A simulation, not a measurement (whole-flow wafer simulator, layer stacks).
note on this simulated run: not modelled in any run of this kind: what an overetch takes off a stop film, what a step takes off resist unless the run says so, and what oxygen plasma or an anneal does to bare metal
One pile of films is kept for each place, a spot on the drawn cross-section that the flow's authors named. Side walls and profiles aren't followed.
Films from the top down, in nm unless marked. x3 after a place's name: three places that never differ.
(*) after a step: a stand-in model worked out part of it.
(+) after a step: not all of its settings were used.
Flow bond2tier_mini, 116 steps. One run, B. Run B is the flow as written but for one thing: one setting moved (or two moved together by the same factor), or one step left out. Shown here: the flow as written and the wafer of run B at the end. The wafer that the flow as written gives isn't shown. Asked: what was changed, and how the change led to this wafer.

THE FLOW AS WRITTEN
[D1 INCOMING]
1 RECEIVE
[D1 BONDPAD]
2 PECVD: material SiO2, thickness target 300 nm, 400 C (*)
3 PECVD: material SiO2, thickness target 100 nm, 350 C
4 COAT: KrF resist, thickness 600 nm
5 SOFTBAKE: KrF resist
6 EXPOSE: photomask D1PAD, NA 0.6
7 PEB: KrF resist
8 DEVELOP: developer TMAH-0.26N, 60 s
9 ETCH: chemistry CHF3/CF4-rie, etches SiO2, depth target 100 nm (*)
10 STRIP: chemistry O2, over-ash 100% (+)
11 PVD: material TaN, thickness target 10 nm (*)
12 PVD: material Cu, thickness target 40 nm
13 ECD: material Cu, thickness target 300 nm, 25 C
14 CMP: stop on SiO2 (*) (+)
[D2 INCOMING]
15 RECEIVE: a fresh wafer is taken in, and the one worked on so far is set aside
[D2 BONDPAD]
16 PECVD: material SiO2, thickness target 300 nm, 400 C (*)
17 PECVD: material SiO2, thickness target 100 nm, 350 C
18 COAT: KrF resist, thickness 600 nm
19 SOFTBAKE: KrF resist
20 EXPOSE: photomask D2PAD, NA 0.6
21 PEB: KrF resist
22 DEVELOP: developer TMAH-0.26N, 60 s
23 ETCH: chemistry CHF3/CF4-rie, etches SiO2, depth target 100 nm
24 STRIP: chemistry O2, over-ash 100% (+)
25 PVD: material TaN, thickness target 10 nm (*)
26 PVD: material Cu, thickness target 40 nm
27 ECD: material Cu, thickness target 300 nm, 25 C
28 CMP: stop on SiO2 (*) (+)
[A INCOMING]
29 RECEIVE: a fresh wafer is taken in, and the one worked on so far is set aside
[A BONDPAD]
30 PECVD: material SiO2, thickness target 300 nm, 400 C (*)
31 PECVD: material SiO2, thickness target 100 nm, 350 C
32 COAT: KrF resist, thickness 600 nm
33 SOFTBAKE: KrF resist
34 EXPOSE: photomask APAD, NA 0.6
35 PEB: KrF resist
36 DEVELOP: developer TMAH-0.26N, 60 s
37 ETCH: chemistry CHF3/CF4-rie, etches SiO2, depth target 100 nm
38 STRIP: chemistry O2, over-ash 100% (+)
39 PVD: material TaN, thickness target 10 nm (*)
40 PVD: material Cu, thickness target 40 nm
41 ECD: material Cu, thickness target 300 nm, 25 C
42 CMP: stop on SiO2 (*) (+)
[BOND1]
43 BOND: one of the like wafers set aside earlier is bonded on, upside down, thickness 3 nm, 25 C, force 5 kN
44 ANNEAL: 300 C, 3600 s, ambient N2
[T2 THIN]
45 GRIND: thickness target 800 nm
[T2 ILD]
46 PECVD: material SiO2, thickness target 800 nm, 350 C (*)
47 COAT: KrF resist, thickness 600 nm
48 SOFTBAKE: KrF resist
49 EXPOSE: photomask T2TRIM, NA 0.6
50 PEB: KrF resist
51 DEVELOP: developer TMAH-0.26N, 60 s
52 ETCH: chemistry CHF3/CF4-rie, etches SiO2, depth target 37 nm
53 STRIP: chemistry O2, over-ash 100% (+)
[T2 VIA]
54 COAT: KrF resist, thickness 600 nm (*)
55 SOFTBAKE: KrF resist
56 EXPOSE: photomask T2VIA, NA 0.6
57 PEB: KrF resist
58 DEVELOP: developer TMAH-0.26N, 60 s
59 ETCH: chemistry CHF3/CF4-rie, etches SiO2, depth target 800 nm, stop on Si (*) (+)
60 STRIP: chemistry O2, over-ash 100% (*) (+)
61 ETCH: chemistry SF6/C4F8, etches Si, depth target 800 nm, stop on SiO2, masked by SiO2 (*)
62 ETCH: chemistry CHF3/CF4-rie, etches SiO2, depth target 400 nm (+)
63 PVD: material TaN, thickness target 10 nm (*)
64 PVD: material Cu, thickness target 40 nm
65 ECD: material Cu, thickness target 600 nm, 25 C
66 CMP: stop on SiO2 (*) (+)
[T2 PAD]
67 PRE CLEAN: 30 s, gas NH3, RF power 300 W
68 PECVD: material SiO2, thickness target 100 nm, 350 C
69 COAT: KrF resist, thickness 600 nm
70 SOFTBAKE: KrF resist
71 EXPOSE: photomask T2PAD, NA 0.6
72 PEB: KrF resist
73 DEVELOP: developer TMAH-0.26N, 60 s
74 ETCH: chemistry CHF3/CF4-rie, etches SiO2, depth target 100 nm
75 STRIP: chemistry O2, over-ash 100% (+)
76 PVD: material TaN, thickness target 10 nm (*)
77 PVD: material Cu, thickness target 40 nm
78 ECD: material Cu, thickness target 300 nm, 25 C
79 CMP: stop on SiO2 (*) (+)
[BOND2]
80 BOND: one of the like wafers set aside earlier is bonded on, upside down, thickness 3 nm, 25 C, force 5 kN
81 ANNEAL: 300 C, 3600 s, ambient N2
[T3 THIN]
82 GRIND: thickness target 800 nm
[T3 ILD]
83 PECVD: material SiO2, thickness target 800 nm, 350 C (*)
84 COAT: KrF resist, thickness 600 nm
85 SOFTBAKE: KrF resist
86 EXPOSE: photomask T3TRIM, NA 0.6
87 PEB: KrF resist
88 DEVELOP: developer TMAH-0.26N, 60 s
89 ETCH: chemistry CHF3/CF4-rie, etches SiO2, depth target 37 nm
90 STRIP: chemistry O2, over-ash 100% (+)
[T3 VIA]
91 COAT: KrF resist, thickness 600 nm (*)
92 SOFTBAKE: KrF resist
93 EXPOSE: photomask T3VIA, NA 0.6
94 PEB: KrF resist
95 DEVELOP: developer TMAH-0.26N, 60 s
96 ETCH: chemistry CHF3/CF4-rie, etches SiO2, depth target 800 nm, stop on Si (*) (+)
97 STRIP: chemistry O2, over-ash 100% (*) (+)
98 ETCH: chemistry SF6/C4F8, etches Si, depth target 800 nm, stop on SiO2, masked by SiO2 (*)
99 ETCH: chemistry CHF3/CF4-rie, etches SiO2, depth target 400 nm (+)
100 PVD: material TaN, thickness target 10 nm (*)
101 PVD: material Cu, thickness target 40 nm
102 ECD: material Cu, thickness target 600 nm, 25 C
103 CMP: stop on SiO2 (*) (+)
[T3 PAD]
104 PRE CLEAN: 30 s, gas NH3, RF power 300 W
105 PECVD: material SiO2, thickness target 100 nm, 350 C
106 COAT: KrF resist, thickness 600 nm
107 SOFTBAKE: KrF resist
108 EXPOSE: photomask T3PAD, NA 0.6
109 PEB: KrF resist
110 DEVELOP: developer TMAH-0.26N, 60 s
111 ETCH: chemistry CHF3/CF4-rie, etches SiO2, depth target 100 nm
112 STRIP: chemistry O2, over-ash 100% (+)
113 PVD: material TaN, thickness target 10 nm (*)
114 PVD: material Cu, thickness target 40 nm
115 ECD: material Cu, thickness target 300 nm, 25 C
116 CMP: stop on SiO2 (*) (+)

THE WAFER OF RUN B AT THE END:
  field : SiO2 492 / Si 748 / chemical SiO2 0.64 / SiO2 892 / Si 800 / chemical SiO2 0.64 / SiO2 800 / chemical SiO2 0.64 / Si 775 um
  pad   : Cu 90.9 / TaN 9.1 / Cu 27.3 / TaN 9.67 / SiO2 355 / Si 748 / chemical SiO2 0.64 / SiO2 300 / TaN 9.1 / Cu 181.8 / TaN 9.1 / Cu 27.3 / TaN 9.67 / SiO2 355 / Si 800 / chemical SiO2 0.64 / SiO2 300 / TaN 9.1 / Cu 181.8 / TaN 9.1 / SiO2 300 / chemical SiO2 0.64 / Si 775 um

The cause: step 82, GRIND: thickness target 748 nm was run, where the flow has thickness target 800 nm.
It can be read off the wafer: field has Si 748, and step 82 as written asks for 800 nm.

How the change led to this, step by step:
  82 GRIND: thickness target 800 nm
      field, pad: Si -774.25 um (as written it would be: Si -774.2 um)
